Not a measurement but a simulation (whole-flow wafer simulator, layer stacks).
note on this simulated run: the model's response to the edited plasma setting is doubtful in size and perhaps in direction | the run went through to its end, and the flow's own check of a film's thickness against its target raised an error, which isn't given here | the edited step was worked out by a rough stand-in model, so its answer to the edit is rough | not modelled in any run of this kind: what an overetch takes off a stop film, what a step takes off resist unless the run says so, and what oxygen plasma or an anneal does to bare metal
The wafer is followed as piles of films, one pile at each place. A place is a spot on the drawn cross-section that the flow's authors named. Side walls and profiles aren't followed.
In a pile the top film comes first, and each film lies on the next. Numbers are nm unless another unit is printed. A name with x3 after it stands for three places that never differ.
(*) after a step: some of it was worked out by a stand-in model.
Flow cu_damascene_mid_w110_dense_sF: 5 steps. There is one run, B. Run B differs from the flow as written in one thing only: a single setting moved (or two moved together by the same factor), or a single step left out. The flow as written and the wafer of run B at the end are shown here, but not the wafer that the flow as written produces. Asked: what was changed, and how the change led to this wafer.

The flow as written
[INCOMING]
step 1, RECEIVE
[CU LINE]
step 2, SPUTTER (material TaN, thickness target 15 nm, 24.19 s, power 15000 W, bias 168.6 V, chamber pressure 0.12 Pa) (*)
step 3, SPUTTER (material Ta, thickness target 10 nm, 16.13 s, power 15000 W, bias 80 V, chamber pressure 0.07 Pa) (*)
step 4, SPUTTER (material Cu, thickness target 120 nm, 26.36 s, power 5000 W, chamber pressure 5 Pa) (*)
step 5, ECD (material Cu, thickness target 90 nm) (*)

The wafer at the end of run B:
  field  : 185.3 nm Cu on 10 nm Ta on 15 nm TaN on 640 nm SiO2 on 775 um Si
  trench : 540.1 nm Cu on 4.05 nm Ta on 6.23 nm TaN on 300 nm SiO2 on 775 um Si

The reason: step 4, SPUTTER: power 4175 W was run, whereas the flow has power 5000 W.

Step by step, how the change led to this:
  step 4, SPUTTER (material Cu, thickness target 120 nm, 26.36 s, power 5000 W, chamber pressure 5 Pa) (*)
      field: +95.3 Cu (new film) (it would be, as written: +120 Cu (new film))
      trench: +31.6 Cu (new film) (it would be, as written: +35.7 Cu (new film))
  step 5, ECD (material Cu, thickness target 90 nm) (*)
      trench: +508.5 Cu (it would be, as written: +529 Cu)
